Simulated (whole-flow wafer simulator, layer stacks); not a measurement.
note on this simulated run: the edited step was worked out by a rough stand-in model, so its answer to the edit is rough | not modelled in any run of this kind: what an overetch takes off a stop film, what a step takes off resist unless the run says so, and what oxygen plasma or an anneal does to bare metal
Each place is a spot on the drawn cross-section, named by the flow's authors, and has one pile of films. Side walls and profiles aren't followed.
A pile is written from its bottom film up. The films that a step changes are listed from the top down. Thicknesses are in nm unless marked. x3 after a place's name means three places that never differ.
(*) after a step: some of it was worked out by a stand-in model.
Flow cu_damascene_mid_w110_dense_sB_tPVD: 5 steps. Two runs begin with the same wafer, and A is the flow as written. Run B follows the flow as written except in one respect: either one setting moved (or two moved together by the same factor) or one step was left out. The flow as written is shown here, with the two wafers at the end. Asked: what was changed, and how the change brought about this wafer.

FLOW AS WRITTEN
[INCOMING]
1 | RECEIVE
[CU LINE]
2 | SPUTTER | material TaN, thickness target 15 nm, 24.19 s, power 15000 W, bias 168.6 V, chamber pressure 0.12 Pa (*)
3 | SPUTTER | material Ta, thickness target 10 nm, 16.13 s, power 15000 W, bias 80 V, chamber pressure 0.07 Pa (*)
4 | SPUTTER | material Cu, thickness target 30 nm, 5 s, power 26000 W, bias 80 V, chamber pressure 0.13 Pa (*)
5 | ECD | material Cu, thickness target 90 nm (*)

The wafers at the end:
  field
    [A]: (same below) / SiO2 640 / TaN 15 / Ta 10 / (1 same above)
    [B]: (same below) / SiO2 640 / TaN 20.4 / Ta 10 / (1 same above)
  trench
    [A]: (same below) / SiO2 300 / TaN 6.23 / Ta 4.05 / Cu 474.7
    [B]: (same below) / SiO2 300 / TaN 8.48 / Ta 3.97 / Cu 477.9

Cause: step 2, SPUTTER: power 20400 W was run, while the flow as written has power 15000 W.

Step by step, how the change led to this:
  2 | SPUTTER | material TaN, thickness target 15 nm, 24.19 s, power 15000 W, bias 168.6 V, chamber pressure 0.12 Pa (*)
      field: A TaN gains 15 (new film) | B TaN gains 20.4 (new film)
      trench: A TaN gains 6.23 (new film) | B TaN gains 8.48 (new film)
